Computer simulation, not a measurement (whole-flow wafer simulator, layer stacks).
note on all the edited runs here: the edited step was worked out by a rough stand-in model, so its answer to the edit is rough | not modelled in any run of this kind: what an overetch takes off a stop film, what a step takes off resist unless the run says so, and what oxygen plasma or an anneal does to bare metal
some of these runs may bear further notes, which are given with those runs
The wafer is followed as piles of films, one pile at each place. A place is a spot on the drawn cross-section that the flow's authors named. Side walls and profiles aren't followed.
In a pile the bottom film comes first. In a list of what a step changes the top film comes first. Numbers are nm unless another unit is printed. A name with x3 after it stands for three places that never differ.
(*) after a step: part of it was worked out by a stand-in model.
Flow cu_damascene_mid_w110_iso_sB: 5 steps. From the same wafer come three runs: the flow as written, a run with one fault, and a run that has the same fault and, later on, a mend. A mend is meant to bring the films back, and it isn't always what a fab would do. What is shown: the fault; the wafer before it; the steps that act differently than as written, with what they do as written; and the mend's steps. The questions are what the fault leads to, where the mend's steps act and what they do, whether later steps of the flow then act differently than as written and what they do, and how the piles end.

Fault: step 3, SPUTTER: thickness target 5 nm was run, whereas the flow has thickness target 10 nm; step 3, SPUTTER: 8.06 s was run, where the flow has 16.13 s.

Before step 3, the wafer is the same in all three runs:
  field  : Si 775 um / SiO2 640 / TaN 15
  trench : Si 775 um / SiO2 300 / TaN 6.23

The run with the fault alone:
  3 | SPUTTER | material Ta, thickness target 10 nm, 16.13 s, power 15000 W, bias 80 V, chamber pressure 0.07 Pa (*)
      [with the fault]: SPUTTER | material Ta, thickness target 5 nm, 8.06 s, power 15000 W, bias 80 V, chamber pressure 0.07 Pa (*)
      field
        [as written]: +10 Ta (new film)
        [with the fault]: +5 Ta (new film)
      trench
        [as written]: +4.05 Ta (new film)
        [with the fault]: +2.02 Ta (new film)
  Later steps of the flow that are run all act as written at every place that is followed, up to a difference of at most 2% or 0.5 nm, whichever is larger.
  At field, trench, the piles at the end differ from the flow's by more than 2% or 0.5 nm, whichever is larger.
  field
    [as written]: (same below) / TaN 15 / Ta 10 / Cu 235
    [with the fault]: (same below) / TaN 15 / Ta 5 / Cu 235
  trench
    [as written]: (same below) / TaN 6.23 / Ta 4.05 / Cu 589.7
    [with the fault]: (same below) / TaN 6.23 / Ta 2.02 / Cu 586.7

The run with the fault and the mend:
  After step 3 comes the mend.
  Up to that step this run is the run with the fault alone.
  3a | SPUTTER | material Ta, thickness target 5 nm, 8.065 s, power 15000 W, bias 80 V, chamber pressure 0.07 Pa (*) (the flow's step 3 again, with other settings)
      field
        +5 Ta
      trench
        +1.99 Ta
  Later steps of the flow that are run all act as written at every place that is followed.
  At the end the piles are close to the flow's at the places that both follow, differing by at most 2% or 0.5 nm, whichever is larger.
